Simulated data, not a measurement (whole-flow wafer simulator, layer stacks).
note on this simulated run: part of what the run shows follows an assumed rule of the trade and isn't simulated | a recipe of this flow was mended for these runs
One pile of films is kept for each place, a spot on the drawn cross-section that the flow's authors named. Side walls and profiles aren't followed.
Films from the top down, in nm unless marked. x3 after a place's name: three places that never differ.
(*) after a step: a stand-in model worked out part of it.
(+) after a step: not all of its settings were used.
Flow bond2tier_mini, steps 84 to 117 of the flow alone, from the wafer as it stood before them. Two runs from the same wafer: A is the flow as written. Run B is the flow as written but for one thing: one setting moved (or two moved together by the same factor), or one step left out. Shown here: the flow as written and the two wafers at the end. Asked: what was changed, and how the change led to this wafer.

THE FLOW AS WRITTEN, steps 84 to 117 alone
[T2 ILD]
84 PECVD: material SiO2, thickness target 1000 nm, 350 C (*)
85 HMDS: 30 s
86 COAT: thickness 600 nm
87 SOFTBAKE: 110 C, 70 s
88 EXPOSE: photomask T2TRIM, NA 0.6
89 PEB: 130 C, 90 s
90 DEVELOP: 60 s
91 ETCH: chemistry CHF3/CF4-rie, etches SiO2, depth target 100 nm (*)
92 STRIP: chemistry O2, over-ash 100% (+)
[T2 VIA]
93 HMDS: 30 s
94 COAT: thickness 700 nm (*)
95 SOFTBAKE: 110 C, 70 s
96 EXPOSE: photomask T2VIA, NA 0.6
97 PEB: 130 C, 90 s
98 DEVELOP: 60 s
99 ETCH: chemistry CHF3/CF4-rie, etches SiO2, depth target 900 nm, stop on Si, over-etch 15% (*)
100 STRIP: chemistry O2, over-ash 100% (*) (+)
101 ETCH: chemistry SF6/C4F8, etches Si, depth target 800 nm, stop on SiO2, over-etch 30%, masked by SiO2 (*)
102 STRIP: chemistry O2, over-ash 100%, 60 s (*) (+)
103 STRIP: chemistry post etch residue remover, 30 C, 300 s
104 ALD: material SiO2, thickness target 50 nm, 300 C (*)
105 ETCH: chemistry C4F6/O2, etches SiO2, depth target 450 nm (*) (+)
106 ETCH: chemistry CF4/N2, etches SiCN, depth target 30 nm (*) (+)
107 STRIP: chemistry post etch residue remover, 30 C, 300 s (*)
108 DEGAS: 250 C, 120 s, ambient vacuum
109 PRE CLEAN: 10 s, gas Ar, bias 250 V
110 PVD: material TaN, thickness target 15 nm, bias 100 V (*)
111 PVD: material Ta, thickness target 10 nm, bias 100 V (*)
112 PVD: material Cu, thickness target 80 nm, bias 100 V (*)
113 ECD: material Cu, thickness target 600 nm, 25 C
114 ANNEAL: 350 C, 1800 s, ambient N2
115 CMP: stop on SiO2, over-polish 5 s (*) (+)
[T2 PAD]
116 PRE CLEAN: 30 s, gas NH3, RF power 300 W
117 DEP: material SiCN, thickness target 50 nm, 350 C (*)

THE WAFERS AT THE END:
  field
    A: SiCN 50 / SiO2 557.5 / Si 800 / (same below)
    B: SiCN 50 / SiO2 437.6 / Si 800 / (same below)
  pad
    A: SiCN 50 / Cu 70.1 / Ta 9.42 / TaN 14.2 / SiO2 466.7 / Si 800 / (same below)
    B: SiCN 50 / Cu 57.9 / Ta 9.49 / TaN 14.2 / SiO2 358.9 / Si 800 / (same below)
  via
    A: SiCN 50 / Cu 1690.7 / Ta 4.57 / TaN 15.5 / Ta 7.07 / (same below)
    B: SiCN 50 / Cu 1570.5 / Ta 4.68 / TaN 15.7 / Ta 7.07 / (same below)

The cause: step 84, PECVD: thickness target 880 nm was run, where the flow has thickness target 1000 nm; step 91, ETCH: depth target 88 nm was run, where the flow has depth target 100 nm.

How the change led to this, step by step:
  84 PECVD: material SiO2, thickness target 1000 nm, 350 C (*)
      field, pad, via: A SiO2 +1000 (new film) | B SiO2 +880 (new film)
  91 ETCH: chemistry CHF3/CF4-rie, etches SiO2, depth target 100 nm (*)
      pad, via: A SiO2 -100 | B SiO2 -88
      field: A thick-KrF-resist -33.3 | B thick-KrF-resist -29.3
  99 ETCH: chemistry CHF3/CF4-rie, etches SiO2, depth target 900 nm, stop on Si, over-etch 15% (*)
      field, pad: A thick-KrF-resist -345 | B thick-KrF-resist -303.6
      via: A SiO2 -900 (all of it), Si -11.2 | B SiO2 -792 (all of it), Si -20.2
  100 STRIP: chemistry O2, over-ash 100% (*) (+)
      field: A thick-KrF-resist -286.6 (all of it) | B thick-KrF-resist -333.1 (all of it)
      pad: A thick-KrF-resist -372.9 (all of it) | B thick-KrF-resist -409.1 (all of it)
  112 PVD: material Cu, thickness target 80 nm, bias 100 V (*)
      via: A Cu +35 (new film) | B Cu +35.9 (new film)
  113 ECD: material Cu, thickness target 600 nm, 25 C
      via: A Cu +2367 | B Cu +2245.9
